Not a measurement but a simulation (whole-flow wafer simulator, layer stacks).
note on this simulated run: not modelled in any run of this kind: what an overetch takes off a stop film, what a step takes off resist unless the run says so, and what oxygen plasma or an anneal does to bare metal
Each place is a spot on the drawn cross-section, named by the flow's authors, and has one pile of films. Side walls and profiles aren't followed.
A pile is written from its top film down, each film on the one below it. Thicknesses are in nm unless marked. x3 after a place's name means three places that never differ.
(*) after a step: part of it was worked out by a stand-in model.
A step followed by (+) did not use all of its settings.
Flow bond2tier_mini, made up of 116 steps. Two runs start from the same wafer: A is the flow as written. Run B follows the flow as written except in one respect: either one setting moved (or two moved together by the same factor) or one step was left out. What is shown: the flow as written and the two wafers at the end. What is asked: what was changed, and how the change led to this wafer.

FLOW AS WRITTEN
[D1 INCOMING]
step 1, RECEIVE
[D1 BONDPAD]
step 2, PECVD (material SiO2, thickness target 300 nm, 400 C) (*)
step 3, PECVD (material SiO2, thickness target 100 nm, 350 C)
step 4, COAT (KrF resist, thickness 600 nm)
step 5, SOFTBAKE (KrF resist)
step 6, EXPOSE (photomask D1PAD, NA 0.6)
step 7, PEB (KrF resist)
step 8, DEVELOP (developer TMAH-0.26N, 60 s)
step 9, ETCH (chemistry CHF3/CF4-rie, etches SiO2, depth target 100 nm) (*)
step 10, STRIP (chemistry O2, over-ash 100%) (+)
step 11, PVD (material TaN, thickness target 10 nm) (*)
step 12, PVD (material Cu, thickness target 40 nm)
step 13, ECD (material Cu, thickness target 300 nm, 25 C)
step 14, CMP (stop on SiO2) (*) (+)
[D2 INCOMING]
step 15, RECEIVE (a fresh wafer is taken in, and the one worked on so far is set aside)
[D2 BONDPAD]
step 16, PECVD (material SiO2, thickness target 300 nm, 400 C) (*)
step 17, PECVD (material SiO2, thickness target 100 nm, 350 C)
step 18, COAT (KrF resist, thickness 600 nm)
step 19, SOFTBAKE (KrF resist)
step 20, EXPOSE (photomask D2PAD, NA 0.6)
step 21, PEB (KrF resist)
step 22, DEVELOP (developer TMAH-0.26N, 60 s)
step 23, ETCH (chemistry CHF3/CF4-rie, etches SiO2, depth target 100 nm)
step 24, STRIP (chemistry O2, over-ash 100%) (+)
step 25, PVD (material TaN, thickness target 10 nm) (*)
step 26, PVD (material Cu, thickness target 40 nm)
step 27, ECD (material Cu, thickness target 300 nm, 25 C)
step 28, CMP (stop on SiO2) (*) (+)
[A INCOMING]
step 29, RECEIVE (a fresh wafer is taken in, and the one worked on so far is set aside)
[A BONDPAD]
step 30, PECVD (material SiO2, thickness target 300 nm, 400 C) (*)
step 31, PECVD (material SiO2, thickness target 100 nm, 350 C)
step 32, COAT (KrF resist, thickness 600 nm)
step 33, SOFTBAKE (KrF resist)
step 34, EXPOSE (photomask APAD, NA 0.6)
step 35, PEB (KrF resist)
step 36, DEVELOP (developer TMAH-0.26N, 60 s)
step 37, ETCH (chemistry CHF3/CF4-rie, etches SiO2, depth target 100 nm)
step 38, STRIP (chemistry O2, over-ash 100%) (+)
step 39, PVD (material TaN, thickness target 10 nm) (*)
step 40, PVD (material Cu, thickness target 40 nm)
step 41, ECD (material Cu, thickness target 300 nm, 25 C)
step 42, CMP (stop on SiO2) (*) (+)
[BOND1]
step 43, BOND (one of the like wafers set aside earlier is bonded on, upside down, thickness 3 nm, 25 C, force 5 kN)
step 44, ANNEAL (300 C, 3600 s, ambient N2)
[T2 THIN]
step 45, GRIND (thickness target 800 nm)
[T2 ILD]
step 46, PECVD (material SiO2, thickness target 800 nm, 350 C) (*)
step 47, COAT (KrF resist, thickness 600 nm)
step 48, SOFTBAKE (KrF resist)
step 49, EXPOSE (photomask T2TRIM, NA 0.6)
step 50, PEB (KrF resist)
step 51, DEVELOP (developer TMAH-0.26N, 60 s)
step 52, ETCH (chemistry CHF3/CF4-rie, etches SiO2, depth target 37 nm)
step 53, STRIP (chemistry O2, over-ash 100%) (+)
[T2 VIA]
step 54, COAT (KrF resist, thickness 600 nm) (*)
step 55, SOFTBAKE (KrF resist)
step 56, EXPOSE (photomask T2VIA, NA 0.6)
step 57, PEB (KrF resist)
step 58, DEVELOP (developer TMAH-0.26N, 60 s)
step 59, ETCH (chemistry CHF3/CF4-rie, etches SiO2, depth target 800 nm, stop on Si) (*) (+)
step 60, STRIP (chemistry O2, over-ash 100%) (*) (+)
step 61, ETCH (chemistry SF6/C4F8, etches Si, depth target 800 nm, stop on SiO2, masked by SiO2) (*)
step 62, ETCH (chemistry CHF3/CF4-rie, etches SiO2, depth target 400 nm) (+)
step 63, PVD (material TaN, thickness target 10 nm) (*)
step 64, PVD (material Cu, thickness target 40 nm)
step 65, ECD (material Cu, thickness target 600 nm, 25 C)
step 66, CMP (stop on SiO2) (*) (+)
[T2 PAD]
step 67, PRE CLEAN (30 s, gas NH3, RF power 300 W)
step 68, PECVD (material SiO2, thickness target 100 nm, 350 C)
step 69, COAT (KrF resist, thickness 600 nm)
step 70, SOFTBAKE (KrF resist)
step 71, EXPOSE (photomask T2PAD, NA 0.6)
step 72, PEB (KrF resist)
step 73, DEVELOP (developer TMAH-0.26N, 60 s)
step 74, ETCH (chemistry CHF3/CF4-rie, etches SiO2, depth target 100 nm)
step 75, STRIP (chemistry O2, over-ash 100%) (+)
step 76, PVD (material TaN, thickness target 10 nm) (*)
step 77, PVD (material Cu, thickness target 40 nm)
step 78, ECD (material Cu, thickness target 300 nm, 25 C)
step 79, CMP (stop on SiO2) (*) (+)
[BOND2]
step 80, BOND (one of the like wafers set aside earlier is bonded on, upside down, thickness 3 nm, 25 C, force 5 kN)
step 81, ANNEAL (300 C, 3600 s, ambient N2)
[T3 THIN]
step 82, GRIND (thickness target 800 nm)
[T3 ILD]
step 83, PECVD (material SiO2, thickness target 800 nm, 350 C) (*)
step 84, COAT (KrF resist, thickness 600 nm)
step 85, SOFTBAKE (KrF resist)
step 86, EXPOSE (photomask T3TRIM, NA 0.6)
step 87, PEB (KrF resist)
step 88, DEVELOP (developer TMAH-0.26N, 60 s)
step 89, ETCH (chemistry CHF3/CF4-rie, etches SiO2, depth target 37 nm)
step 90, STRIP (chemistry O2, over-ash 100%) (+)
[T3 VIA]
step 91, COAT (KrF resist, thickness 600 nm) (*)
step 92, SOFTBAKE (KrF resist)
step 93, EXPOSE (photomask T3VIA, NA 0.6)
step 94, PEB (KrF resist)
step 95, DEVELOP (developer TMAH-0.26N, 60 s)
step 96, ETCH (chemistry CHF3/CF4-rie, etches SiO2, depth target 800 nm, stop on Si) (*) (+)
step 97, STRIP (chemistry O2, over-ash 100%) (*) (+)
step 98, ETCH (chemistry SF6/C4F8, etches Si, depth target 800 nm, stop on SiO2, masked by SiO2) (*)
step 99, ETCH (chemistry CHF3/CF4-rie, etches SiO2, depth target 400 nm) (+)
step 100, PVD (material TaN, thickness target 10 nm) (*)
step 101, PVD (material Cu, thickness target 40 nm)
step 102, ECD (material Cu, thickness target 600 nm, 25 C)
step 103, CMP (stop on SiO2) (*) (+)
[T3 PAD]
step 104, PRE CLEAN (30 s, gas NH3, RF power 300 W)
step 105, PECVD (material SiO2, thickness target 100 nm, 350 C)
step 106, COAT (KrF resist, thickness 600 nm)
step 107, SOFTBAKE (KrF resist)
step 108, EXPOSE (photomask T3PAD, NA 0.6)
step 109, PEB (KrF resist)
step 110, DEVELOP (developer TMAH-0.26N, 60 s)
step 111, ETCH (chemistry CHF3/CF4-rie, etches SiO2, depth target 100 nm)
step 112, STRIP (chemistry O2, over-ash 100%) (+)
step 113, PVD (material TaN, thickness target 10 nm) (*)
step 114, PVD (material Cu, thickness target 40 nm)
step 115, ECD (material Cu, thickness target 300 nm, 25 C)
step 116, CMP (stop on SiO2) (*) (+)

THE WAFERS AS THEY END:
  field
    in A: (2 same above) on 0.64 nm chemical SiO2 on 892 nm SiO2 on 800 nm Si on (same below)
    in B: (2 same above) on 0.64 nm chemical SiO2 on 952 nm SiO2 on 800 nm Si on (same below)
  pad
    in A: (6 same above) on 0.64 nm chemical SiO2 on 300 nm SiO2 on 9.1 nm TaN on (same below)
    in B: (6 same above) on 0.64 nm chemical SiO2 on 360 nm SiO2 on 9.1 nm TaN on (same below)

The reason: step 17, PECVD: thickness target 160 nm was run, whereas the flow has thickness target 100 nm.

How this came from the change, step by step:
  step 17, PECVD (material SiO2, thickness target 100 nm, 350 C)
      field, pad, via: A SiO2 gains 100 | B SiO2 gains 160
  step 80, BOND (one of the like wafers set aside earlier is bonded on, upside down, thickness 3 nm, 25 C, force 5 kN)
      field: A Si gains 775 um (new film), chemical SiO2 gains 0.64 (new film), SiO2 gains 400 | B Si gains 775 um (new film), chemical SiO2 gains 0.64 (new film), SiO2 gains 460
      pad: A Si gains 775 um (new film), chemical SiO2 gains 0.64 (new film), SiO2 gains 300 (new film), TaN gains 9.1 (new film), Cu gains 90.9 | B Si gains 775 um (new film), chemical SiO2 gains 0.64 (new film), SiO2 gains 360 (new film), TaN gains 9.1 (new film), Cu gains 90.9
